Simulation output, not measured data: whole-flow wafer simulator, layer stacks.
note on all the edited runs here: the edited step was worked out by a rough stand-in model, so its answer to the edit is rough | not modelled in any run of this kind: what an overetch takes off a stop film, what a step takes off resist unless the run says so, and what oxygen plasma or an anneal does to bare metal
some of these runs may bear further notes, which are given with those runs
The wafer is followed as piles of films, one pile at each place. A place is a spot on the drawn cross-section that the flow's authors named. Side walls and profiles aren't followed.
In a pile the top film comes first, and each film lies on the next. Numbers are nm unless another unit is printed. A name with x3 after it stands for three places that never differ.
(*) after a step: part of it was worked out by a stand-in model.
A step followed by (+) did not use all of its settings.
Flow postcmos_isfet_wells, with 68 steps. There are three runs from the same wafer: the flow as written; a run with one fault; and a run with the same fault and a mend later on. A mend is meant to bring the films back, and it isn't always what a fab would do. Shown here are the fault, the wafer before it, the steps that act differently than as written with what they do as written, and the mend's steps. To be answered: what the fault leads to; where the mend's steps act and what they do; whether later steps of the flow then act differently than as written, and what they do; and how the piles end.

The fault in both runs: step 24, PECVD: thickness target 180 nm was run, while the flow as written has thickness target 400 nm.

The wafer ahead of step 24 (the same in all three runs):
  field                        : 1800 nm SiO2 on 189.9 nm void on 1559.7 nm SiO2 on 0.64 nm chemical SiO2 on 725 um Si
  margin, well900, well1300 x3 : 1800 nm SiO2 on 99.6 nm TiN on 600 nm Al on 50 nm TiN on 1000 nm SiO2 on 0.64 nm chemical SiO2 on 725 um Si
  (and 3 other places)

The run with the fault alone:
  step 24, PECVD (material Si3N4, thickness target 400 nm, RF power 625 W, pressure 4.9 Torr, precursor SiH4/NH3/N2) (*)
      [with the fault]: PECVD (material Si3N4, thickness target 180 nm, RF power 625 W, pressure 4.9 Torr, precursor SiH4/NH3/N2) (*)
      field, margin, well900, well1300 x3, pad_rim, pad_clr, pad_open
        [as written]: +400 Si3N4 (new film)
        [with the fault]: +180 Si3N4 (new film)
  Later steps of the flow acting differently than as written (1 other step is not shown; it differs only slightly, by no more than 2% or 0.5 nm, whichever is larger):
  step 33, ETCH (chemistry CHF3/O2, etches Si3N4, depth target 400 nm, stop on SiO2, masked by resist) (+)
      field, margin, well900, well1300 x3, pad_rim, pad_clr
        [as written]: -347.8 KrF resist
        [with the fault]: -234.8 KrF resist
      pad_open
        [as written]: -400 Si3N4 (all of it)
        [with the fault]: -180 Si3N4 (all of it)
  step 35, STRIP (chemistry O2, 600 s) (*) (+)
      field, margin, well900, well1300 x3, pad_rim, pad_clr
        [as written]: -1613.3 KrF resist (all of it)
        [with the fault]: -1726.4 KrF resist (all of it)
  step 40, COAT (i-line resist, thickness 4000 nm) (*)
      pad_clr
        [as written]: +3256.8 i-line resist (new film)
        [with the fault]: +3325.6 i-line resist (new film)
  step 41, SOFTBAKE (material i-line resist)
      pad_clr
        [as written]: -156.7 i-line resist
        [with the fault]: -134.9 i-line resist
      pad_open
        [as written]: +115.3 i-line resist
        [with the fault]: +105.5 i-line resist
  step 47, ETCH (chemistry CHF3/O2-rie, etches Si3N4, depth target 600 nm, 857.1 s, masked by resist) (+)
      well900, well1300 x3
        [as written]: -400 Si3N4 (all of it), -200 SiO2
        [with the fault]: -180 Si3N4 (all of it), -420 SiO2
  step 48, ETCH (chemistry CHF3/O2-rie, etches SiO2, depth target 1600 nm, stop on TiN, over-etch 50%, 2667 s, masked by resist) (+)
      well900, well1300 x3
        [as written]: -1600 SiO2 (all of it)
        [with the fault]: -1380 SiO2 (all of it)
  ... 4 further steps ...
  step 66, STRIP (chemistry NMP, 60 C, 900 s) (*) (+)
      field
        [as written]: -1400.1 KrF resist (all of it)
        [with the fault]: -1504.5 KrF resist (all of it)
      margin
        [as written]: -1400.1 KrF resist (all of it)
        [with the fault]: -1504.4 KrF resist (all of it)
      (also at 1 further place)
  By the end, the piles at field, margin, pad_rim, pad_clr depart from the flow's by more than 2% or 0.5 nm, whichever is larger.
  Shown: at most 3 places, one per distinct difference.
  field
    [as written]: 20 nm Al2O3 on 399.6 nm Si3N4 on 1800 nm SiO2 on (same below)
    [with the fault]: 20 nm Al2O3 on 179.6 nm Si3N4 on 1800 nm SiO2 on (same below)
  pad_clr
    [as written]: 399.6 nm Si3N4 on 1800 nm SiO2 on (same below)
    [with the fault]: 179.6 nm Si3N4 on 1800 nm SiO2 on (same below)

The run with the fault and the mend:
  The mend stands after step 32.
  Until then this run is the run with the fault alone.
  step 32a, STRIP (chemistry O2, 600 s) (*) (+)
      field, margin, well900, well1300 x3, pad_rim, pad_clr
        -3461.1 KrF resist (all of it)
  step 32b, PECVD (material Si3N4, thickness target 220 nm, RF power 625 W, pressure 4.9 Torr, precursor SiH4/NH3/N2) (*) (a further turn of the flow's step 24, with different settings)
      field, margin, well900, well1300 x3, pad_rim, pad_clr, pad_open
        +220 Si3N4
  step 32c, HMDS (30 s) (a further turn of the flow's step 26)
      does not change any film at any place that is followed
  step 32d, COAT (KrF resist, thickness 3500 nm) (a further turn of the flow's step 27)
      field, margin, well900, well1300 x3, pad_rim, pad_clr, pad_open
        +3500 KrF resist (new film)
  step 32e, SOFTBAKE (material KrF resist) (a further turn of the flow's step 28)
      does not change any film at any place that is followed
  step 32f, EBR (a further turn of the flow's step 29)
      does not change any film at any place that is followed
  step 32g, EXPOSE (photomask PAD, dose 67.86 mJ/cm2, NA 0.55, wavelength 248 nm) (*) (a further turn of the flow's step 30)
      does not change any film at any place that is followed
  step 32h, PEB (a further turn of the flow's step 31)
      field, margin, well900, well1300 x3, pad_rim, pad_clr, pad_open
        -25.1 KrF resist
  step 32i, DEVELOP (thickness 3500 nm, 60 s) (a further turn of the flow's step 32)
      field, margin, well900, well1300 x3, pad_rim, pad_clr
        -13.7 KrF resist
      pad_open
        -3474.9 KrF resist (all of it)
  Every later step of the flow that is run acts as written at every place that is followed.
  By the end, the piles equal the flow's at every place that both follow.
